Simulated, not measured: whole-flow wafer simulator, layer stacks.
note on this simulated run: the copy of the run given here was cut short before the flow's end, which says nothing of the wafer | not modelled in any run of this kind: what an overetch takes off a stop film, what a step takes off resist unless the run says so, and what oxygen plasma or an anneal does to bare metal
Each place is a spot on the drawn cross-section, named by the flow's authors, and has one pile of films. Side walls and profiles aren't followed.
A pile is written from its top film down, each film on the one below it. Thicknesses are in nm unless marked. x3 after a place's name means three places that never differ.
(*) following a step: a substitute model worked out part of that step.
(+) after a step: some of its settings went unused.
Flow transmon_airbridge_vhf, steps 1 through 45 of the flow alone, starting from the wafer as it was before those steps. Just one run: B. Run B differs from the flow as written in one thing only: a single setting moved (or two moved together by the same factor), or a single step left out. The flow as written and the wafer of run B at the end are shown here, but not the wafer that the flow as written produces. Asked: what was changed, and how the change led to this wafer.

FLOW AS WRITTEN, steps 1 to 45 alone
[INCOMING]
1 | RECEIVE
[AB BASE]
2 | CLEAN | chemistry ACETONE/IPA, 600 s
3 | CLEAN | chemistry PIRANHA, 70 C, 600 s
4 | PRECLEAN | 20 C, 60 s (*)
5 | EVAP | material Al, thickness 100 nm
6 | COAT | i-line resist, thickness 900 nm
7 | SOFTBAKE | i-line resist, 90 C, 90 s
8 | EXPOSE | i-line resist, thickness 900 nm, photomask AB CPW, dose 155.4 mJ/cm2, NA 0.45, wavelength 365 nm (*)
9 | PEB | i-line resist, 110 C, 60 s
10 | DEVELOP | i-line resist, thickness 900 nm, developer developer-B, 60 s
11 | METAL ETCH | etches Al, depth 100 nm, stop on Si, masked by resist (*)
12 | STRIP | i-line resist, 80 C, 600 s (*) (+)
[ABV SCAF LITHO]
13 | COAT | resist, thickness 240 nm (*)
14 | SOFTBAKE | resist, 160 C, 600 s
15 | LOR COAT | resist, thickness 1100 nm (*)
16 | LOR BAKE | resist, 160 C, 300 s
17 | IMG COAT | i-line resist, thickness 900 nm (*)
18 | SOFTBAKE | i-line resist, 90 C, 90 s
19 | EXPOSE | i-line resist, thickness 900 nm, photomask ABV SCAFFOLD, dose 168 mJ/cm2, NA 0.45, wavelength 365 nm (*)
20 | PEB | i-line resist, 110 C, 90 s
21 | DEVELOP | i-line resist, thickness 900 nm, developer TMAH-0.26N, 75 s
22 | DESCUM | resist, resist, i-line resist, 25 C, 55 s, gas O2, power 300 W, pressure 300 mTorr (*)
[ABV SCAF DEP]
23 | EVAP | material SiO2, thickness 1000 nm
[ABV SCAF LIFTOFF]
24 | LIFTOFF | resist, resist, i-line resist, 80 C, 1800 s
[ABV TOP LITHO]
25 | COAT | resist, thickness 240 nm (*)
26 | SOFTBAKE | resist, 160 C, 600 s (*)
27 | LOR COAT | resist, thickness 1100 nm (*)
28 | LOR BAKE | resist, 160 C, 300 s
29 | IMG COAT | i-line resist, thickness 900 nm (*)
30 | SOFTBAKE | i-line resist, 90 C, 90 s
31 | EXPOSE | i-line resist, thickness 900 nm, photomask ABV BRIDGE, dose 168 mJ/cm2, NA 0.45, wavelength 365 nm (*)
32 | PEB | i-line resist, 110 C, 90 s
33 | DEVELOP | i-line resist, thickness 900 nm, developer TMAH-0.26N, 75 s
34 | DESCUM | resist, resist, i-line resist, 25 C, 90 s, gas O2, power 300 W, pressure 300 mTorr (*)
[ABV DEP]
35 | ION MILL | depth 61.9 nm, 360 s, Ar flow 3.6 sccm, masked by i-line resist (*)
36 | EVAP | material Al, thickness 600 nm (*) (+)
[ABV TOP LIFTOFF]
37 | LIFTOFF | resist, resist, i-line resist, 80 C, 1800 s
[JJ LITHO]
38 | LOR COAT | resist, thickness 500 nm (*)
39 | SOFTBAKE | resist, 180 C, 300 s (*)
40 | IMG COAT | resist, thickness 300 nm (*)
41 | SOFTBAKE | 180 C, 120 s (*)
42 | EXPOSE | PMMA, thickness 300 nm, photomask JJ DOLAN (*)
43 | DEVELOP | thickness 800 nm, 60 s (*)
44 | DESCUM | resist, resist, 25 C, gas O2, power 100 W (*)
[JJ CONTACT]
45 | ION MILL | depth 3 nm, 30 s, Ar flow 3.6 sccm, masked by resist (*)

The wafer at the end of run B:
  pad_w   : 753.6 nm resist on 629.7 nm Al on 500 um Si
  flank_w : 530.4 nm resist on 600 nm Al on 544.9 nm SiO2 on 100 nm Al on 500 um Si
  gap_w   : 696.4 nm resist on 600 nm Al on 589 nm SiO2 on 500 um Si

What caused this: step 23, EVAP: thickness 625 nm was run, though the flow has thickness 1000 nm.

How this came from the change, step by step:
  23 | EVAP | material SiO2, thickness 1000 nm
      field x3, jj_line, ground_far and 10 more: +625 SiO2 (new film) (as written it would have been: +1000 SiO2 (new film))
      flank_w, flank_e: +580.8 SiO2 (new film) (as written it would have been: +929.3 SiO2 (new film))
  24 | LIFTOFF | resist, resist, i-line resist, 80 C, 1800 s
      field x3, jj_line, trace_open_s x2: -625 SiO2 (all of it), -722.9 i-line resist (all of it), -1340 resist (all of it) (as written it would have been: -1000 SiO2 (all of it), -722.9 i-line resist (all of it), -1340 resist (all of it))
      pad_w, pad_e: -625 SiO2 (all of it), -718 i-line resist (all of it), -1330.2 resist (all of it) (as written it would have been: -1000 SiO2 (all of it), -718 i-line resist (all of it), -1330.2 resist (all of it))
      (and at 1 other place as well)
  25 | COAT | resist, thickness 240 nm (*)
      flank_w, flank_e: +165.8 resist (new film) (as written it would have been: +152.6 resist (new film))
      gap_w, gap_e: +226.7 resist (new film) (as written it would have been: +210.7 resist (new film))
      (and at 6 other places as well)
  27 | LOR COAT | resist, thickness 1100 nm (*)
      gap_w, gap_e: +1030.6 resist (as written it would have been: +977.8 resist)
      margin_s, margin_n: +917.1 resist (as written it would have been: +823.4 resist)
      (and at 6 other places as well)
  29 | IMG COAT | i-line resist, thickness 900 nm (*)
      gap_w, gap_e: +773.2 i-line resist (new film) (as written it would have been: +681.7 i-line resist (new film))
      margin_s, margin_n: +721.2 i-line resist (new film) (as written it would have been: +603.2 i-line resist (new film))
      (and at 7 other places as well)
  32 | PEB | i-line resist, 110 C, 90 s
      pad_w, pad_e: -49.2 i-line resist (as written it would have been: -51 i-line resist)
      flank_w, flank_e: -42 i-line resist (as written it would have been: -38.3 i-line resist)
      (and at 7 other places as well)
  33 | DEVELOP | i-line resist, thickness 900 nm, developer TMAH-0.26N, 75 s
      gap_w, gap_e: -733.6 i-line resist (all of it), -1030.6 resist (as written it would have been: -646.9 i-line resist (all of it), -977.8 resist)
      pad_w: -904.8 i-line resist (all of it), -1188.8 resist (as written it would have been: -937.2 i-line resist (all of it), -1247.8 resist)
      (and at 5 other places as well)
  34 | DESCUM | resist, resist, i-line resist, 25 C, 90 s, gas O2, power 300 W, pressure 300 mTorr (*)
      flank_w, flank_e: -165.8 resist (all of it) (as written it would have been: -152.6 resist (all of it))
      gap_w, gap_e: -226.7 resist (all of it) (as written it would have been: -210.7 resist (all of it))
      (and at 4 other places as well)
  37 | LIFTOFF | resist, resist, i-line resist, 80 C, 1800 s
      margin_s, margin_n: -600 Al (all of it), -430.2 i-line resist (all of it), -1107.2 resist (all of it) (as written it would have been: -600 Al (all of it), -318.3 i-line resist (all of it), -992 resist (all of it))
      ground_far: -600 Al (all of it), -671.1 i-line resist (all of it), -1371.2 resist (all of it) (as written it would have been: -600 Al (all of it), -717.9 i-line resist (all of it), -1384.9 resist (all of it))
  38 | LOR COAT | resist, thickness 500 nm (*)
      pad_w, pad_e: +495.3 resist (new film) (as written it would have been: +517 resist (new film))
      flank_w, flank_e: +337.7 resist (new film) (as written it would have been: +306.5 resist (new film))
      (and at 6 other places as well)
  40 | IMG COAT | resist, thickness 300 nm (*)
      pad_w, pad_e: +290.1 resist (as written it would have been: +300.1 resist)
      flank_w, flank_e: +224.4 resist (as written it would have been: +212.1 resist)
      (and at 6 other places as well)
